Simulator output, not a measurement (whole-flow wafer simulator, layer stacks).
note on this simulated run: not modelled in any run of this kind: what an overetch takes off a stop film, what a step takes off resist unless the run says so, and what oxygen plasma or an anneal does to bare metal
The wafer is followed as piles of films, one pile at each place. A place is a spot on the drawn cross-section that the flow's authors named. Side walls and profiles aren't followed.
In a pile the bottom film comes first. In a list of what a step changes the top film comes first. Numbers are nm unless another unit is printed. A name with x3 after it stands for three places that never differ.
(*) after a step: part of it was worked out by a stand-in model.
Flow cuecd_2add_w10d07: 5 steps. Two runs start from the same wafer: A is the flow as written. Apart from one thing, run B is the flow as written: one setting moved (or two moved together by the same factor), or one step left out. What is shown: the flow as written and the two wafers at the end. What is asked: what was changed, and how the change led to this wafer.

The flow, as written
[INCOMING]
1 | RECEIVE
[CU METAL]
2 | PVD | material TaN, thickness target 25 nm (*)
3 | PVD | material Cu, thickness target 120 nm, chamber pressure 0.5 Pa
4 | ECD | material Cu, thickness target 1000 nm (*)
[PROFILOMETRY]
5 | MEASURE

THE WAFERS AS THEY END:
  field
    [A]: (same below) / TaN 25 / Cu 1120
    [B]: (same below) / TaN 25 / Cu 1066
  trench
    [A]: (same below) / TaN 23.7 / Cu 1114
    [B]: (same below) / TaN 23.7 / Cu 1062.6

Cause: step 3, PVD: thickness target 66 nm was run, while the flow as written has thickness target 120 nm.

The path from the change to this, step by step:
  3 | PVD | material Cu, thickness target 120 nm, chamber pressure 0.5 Pa
      field: A Cu gains 120 (new film) | B Cu gains 66 (new film)
      trench: A Cu gains 114 (new film) | B Cu gains 62.6 (new film)
